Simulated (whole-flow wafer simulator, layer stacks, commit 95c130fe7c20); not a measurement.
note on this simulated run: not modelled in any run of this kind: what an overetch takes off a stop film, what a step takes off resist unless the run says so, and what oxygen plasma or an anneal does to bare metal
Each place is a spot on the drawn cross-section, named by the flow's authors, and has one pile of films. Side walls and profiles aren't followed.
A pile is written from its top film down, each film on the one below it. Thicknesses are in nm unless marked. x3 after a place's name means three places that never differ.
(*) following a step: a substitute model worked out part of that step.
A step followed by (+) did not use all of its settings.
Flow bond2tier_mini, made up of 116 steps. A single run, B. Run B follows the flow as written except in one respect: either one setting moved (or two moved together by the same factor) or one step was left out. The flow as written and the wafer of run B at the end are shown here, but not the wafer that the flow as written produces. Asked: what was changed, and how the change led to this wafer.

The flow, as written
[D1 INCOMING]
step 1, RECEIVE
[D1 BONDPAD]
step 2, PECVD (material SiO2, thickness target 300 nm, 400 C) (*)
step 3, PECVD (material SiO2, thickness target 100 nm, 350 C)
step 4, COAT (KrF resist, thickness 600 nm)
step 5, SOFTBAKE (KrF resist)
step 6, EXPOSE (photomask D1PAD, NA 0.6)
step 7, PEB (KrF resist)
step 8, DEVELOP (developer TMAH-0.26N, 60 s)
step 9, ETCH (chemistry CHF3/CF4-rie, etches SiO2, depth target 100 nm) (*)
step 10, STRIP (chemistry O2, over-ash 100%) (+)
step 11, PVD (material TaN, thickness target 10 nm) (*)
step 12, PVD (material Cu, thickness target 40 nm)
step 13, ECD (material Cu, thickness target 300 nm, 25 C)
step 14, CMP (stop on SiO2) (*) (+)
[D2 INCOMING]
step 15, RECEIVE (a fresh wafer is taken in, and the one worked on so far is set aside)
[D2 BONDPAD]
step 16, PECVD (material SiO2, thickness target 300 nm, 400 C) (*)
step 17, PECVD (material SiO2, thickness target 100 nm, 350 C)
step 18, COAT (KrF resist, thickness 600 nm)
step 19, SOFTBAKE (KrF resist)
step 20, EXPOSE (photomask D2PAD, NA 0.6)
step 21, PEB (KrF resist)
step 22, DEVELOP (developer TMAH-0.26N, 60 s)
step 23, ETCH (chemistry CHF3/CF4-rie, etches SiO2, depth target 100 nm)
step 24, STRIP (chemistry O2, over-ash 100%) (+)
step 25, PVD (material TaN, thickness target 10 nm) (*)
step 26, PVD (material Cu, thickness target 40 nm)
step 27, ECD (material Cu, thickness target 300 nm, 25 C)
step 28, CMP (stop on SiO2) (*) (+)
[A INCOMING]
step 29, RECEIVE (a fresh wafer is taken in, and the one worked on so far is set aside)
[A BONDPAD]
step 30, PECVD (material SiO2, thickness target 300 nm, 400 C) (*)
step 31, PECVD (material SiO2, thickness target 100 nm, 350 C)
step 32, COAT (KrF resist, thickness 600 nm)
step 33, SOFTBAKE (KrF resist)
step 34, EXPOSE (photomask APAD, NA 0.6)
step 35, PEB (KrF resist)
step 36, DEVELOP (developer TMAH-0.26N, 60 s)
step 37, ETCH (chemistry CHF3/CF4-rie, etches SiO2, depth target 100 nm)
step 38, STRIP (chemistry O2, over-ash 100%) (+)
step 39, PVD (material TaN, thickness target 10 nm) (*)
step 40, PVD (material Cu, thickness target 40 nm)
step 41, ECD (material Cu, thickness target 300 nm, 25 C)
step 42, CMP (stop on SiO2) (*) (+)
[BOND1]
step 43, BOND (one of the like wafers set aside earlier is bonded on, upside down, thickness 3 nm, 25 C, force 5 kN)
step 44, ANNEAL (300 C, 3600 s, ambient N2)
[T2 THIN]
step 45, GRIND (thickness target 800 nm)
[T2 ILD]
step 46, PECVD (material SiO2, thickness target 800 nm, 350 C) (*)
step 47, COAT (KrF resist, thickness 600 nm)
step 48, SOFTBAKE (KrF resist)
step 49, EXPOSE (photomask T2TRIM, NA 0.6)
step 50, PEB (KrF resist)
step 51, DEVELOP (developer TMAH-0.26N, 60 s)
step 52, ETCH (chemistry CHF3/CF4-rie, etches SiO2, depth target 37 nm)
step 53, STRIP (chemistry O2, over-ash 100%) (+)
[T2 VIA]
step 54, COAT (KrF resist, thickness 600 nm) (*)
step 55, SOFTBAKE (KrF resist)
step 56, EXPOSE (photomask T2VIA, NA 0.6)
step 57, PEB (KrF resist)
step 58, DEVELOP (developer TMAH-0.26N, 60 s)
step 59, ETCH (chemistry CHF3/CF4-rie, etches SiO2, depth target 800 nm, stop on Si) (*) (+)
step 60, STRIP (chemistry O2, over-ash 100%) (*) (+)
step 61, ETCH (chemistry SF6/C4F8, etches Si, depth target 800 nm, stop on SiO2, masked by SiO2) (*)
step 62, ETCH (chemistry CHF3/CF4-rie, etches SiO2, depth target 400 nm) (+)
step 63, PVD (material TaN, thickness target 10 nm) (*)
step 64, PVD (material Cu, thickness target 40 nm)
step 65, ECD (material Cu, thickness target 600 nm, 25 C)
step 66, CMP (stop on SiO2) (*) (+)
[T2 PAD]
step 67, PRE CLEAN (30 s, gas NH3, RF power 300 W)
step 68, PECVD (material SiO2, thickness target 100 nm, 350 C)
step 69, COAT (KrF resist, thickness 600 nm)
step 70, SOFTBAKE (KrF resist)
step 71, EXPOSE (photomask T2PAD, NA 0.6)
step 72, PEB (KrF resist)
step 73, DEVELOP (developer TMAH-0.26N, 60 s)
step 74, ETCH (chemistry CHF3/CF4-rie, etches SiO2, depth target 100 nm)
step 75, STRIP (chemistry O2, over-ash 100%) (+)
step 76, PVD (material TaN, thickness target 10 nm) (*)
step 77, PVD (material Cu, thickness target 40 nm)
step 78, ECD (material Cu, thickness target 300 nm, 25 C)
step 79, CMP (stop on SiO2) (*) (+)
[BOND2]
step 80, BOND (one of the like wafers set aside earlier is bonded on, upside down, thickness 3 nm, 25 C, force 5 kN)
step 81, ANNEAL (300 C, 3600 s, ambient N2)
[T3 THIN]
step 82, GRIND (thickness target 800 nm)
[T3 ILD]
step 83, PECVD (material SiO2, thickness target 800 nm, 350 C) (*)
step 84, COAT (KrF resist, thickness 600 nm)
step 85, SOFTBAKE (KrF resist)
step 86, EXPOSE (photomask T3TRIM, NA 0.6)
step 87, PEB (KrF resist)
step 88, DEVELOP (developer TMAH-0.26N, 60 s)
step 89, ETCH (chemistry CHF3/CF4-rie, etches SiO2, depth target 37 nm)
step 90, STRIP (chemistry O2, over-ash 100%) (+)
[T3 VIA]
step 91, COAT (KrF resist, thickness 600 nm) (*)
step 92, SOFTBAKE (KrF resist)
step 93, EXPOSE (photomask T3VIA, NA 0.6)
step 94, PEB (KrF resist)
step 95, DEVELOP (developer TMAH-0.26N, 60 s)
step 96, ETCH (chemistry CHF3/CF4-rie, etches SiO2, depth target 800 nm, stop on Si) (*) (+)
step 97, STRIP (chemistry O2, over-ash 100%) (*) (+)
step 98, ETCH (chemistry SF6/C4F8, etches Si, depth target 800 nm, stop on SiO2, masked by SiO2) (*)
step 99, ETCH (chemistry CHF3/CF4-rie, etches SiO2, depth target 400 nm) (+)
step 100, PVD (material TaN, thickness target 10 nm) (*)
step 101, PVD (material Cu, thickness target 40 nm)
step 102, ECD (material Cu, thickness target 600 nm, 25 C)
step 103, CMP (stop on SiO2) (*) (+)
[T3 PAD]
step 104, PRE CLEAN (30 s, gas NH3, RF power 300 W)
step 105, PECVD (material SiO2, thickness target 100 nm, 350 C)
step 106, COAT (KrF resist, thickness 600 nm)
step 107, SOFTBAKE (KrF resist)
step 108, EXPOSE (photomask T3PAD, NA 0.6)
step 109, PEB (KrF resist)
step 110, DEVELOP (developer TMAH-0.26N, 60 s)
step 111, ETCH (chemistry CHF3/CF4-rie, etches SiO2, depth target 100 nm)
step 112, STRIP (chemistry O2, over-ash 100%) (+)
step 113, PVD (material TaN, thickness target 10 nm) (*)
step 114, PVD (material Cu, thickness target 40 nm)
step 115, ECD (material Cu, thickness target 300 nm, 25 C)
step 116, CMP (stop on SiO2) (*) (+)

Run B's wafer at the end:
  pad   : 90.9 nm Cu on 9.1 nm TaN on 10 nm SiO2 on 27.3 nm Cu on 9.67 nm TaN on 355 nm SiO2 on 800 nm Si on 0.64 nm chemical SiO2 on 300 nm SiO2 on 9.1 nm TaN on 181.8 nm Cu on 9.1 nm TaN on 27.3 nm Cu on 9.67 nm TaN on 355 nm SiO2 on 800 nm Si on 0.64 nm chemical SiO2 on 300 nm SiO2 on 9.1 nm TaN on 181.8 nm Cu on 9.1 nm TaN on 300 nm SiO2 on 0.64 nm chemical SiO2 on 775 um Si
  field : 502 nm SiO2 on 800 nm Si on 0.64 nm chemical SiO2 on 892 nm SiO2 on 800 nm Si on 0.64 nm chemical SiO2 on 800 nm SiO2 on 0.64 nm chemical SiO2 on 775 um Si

What caused this: step 105, PECVD: thickness target 110 nm was run, whereas the flow has thickness target 100 nm.

Step by step, how the change led to this:
  step 105, PECVD (material SiO2, thickness target 100 nm, 350 C)
      field: +110 SiO2 (as written it would have been: +100 SiO2)
      pad: +110 SiO2 (new film) (as written it would have been: +100 SiO2 (new film))
  step 111, ETCH (chemistry CHF3/CF4-rie, etches SiO2, depth target 100 nm)
      pad: -100 SiO2 (as written it would have been: -100 SiO2 (all of it))
Taking metal films that touch as one body, pad has 4 bodies (between them, from the top down: SiO2 10; SiO2 355 / Si 800 / chemical SiO2 0.64 / SiO2 300; SiO2 355 / Si 800 / chemical SiO2 0.64 / SiO2 300); the flow as written gives 3 bodies (between them, from the top down: SiO2 355 / Si 800 / chemical SiO2 0.64 / SiO2 300; SiO2 355 / Si 800 / chemical SiO2 0.64 / SiO2 300).
